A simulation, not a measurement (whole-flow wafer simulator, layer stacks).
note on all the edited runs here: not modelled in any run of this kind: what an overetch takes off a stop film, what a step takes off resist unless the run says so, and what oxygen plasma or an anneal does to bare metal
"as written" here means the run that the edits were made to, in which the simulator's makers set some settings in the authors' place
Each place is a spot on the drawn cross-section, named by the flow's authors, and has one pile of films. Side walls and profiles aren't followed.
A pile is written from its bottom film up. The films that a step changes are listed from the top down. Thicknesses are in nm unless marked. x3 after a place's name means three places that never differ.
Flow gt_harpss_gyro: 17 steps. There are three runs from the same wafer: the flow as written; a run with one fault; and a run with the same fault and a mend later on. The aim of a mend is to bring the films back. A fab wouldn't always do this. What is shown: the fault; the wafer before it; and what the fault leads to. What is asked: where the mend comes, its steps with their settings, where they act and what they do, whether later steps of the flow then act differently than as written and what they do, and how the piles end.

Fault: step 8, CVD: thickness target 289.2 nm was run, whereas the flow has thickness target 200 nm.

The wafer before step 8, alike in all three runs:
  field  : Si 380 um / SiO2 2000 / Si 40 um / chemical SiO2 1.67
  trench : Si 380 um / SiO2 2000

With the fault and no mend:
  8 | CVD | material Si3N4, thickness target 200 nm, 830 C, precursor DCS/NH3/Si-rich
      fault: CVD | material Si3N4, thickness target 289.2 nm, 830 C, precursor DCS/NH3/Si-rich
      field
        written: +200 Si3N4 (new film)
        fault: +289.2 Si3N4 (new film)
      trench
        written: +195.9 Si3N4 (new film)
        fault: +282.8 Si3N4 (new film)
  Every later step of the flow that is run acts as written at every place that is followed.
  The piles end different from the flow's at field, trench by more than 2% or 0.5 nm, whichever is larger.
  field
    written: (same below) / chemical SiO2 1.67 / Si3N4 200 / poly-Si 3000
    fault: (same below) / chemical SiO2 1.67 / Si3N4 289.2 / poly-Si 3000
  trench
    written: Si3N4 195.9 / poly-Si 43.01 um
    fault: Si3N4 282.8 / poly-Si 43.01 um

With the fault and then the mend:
  After step 8 comes the mend.
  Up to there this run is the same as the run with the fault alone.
  8a | ETCH | chemistry h3po4, depth target 88.6 nm
      field, trench
        -88.6 Si3N4
  Every later step of the flow that is run acts as written at every place that is followed.
  At the end the piles are close to the flow's at the places that both follow, differing by at most 2% or 0.5 nm, whichever is larger.
